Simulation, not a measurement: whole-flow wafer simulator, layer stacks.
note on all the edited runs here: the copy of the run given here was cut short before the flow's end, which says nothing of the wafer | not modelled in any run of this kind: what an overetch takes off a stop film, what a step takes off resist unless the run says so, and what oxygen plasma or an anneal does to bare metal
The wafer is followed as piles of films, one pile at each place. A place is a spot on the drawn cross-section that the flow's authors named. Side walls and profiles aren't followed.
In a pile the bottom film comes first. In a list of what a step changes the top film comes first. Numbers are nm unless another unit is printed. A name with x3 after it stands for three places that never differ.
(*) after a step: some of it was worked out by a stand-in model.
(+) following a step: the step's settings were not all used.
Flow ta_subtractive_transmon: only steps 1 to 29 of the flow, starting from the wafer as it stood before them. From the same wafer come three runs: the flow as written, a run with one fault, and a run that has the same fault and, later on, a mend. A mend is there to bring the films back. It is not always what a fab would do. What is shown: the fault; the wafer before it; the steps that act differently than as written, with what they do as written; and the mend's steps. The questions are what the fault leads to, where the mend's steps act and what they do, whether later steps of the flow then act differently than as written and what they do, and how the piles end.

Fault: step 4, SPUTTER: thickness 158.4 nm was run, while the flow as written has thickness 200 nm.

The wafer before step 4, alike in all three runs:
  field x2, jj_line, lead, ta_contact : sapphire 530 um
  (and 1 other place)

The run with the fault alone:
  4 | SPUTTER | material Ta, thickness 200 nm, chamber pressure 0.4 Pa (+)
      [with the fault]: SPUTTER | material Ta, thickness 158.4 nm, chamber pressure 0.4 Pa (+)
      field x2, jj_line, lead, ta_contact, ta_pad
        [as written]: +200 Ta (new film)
        [with the fault]: +158.4 Ta (new film)
  Steps further on in the flow that do not act as written (not shown: 2 more steps that differ only slightly, by at most 2% or 0.5 nm, whichever is larger):
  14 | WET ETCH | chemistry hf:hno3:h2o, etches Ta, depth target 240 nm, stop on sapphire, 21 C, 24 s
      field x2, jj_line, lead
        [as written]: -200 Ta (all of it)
        [with the fault]: -158.4 Ta (all of it)
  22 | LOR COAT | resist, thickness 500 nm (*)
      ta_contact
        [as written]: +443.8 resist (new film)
        [with the fault]: +454.6 resist (new film)
  At ta_contact, ta_pad, the piles at the end differ from the flow's by more than 2% or 0.5 nm, whichever is larger.
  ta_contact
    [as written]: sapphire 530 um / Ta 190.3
    [with the fault]: sapphire 530 um / Ta 148.7
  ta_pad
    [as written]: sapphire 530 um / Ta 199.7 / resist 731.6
    [with the fault]: sapphire 530 um / Ta 158.1 / resist 738

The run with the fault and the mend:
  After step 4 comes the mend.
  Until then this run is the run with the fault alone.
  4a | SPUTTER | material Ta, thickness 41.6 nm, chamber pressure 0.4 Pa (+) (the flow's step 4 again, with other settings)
      field x2, jj_line, lead, ta_contact, ta_pad
        +41.6 Ta
  None of the later steps of the flow acts differently than as written at any place that is followed.
  The piles end the same as the flow's at every place that both follow.
